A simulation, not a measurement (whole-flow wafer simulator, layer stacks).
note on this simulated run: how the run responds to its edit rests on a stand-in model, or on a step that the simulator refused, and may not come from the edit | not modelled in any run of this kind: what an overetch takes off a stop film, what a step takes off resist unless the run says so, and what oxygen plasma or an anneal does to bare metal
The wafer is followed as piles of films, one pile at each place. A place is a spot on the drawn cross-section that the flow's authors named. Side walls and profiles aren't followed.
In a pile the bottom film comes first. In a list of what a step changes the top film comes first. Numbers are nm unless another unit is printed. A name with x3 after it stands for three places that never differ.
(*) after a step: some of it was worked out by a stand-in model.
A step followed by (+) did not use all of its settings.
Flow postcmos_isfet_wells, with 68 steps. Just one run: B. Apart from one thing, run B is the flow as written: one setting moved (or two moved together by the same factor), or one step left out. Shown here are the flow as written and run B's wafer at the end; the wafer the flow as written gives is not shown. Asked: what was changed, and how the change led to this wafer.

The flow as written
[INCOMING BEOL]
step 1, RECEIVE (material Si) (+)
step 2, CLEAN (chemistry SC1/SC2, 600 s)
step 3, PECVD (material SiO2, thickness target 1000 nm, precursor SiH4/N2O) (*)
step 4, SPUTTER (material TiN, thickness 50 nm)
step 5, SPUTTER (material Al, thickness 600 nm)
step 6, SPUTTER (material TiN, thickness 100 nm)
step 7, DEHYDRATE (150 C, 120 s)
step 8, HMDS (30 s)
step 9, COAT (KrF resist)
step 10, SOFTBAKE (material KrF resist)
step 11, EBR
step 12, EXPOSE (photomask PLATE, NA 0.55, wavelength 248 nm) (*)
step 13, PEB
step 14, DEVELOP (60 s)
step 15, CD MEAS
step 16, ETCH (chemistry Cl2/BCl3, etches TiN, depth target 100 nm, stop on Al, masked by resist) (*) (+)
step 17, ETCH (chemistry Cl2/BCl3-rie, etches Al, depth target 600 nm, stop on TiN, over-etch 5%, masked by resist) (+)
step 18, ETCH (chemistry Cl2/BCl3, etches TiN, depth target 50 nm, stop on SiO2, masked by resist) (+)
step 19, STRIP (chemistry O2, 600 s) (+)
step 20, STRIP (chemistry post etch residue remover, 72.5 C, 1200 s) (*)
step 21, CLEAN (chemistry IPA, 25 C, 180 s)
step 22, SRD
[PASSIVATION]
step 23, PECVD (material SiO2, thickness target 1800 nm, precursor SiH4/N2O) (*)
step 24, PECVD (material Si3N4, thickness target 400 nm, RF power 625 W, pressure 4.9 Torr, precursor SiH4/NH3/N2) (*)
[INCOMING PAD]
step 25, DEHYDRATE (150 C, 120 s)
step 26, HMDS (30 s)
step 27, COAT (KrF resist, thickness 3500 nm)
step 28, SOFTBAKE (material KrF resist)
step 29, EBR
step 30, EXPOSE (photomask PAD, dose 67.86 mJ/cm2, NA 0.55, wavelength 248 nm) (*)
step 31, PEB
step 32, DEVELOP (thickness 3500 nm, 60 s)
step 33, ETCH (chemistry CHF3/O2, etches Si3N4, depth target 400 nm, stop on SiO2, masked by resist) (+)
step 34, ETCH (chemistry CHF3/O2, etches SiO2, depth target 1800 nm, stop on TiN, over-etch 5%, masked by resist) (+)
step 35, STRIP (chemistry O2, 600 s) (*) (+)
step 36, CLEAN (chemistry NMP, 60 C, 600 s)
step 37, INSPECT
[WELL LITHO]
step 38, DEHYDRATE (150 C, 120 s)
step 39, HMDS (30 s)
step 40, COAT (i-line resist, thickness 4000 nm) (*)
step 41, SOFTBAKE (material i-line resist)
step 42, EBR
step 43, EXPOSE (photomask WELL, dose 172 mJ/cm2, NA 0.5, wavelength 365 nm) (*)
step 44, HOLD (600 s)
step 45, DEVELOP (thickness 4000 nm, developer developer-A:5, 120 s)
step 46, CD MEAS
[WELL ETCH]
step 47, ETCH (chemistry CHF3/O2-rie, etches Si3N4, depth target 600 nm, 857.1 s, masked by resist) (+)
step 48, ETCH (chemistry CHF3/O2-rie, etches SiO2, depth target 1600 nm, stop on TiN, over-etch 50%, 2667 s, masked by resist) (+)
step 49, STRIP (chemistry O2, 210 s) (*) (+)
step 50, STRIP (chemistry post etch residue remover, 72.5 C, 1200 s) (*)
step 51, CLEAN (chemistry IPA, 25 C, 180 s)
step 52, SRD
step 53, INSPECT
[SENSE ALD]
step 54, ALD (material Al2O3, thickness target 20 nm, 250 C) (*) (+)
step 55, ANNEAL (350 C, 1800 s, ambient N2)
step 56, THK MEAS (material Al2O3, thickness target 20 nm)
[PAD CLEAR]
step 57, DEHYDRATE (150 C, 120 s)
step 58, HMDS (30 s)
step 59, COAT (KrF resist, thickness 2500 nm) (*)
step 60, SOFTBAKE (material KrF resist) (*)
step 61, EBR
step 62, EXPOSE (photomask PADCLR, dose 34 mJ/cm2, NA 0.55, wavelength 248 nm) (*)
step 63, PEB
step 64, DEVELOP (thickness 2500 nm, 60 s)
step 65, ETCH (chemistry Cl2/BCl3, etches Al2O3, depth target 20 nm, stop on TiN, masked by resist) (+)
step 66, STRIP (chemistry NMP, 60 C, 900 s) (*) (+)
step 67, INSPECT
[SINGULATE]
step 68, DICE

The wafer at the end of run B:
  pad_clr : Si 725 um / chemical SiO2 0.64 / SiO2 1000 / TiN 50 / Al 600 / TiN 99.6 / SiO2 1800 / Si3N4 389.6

The reason: step 65, ETCH: depth target 30 nm was run, while the flow as written has depth target 20 nm.

The path from the change to this, step by step:
  step 65, ETCH (chemistry Cl2/BCl3, etches Al2O3, depth target 20 nm, stop on TiN, masked by resist) (+)
      pad_clr: -20 Al2O3 (all of it), -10 Si3N4 (it would be, as written: -20 Al2O3 (all of it))
      field, margin, pad_rim: -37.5 KrF resist (it would be, as written: -25 KrF resist)
